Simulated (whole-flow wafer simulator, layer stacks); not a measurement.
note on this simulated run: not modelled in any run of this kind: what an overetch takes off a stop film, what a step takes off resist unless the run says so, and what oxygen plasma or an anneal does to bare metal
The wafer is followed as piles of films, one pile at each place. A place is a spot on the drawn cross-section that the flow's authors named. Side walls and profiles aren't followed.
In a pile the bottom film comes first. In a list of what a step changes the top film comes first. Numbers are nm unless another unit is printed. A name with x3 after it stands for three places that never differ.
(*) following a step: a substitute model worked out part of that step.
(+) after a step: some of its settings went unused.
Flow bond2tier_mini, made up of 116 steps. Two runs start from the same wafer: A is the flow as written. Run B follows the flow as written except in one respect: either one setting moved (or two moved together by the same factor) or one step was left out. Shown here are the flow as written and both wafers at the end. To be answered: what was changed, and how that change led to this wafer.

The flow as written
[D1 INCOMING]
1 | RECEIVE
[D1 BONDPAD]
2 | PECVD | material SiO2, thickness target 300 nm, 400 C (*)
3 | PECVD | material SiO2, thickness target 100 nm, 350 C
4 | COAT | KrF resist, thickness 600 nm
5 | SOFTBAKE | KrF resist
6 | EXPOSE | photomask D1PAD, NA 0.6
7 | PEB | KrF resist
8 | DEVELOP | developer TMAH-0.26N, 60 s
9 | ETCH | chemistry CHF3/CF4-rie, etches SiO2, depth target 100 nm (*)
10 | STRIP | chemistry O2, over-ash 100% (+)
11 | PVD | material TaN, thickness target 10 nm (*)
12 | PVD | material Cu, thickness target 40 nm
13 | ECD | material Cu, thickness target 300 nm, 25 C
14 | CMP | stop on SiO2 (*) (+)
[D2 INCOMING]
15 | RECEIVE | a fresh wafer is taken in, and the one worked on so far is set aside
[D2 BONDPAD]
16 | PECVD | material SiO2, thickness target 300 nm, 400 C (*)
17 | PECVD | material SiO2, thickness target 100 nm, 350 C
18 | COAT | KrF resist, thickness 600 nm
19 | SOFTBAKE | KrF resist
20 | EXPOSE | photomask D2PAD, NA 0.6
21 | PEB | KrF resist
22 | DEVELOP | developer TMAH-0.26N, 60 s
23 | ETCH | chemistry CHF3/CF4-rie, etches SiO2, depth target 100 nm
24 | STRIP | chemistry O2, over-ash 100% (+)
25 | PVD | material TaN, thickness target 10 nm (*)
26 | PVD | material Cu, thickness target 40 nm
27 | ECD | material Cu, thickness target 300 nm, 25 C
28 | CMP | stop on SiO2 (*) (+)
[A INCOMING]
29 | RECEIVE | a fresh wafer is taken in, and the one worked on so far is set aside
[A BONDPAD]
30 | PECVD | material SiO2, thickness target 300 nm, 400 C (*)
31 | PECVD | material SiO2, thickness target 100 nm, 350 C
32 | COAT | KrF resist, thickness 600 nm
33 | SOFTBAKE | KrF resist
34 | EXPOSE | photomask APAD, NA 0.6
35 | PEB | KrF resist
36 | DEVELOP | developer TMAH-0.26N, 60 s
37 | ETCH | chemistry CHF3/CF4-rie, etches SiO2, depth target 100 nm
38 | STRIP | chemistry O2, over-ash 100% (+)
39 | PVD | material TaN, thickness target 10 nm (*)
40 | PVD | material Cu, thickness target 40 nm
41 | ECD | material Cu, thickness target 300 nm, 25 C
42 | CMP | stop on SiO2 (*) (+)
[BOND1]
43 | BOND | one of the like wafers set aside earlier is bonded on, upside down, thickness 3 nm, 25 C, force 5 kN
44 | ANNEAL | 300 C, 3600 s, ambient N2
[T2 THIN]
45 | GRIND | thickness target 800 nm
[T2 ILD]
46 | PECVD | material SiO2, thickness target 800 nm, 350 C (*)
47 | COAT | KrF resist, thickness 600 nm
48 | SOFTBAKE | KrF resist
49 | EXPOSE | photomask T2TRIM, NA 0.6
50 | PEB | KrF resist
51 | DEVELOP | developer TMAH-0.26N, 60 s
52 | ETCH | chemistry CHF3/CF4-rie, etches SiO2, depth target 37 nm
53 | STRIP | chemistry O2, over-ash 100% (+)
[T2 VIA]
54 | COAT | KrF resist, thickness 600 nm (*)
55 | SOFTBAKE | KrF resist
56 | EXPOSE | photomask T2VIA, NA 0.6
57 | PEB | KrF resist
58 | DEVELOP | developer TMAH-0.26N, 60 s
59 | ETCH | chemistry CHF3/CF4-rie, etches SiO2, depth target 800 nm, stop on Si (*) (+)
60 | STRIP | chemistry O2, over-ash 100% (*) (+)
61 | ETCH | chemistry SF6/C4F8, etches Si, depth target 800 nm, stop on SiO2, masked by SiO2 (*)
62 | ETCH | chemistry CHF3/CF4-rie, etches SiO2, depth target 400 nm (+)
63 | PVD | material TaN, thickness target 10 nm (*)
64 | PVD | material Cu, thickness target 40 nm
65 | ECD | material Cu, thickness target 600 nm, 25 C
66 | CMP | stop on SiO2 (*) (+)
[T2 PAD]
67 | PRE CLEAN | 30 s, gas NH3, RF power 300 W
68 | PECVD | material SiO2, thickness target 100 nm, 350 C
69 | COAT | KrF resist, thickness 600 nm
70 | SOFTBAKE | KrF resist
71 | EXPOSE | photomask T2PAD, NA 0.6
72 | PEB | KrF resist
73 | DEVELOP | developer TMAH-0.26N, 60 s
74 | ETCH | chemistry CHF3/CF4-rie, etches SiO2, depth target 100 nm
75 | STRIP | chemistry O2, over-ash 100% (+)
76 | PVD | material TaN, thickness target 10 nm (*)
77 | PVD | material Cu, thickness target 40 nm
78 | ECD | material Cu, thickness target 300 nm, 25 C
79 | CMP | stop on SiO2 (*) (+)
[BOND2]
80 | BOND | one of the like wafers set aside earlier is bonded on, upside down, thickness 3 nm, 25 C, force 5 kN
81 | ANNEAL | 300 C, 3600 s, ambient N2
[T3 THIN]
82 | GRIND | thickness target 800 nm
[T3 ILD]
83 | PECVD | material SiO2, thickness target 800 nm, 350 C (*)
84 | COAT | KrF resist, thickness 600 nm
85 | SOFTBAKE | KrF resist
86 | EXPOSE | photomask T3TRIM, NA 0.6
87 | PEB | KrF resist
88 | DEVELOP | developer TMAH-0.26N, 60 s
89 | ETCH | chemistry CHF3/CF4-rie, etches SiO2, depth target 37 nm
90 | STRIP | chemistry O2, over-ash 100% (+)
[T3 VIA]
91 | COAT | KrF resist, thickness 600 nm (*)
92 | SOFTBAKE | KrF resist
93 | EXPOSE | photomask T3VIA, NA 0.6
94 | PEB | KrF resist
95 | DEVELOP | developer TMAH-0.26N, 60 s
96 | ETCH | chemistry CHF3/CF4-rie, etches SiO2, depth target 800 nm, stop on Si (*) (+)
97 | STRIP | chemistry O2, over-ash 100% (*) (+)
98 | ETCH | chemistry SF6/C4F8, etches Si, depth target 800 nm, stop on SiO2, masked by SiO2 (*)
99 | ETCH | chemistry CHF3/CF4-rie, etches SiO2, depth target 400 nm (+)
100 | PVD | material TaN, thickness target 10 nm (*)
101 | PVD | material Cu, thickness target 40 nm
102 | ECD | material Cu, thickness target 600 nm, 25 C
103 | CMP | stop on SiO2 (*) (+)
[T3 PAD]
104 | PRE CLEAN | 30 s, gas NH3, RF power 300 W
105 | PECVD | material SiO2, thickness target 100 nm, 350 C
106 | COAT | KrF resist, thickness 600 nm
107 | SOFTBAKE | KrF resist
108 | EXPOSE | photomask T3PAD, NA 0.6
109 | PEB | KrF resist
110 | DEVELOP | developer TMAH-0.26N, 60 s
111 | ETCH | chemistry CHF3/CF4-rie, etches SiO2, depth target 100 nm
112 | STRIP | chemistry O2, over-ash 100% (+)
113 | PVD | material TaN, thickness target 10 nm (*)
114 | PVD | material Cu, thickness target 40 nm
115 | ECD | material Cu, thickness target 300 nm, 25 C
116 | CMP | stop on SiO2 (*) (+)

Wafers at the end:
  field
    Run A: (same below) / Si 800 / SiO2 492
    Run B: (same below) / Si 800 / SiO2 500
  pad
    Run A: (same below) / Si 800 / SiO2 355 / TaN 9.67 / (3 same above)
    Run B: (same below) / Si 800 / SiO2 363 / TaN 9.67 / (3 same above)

Cause: step 98, ETCH: chemistry SF6/C4F8, etches Si, depth target 800 nm, stop on SiO2, masked by SiO2 (*), was not run.

How this came from the change, step by step:
  (no step that both runs have acts differently)
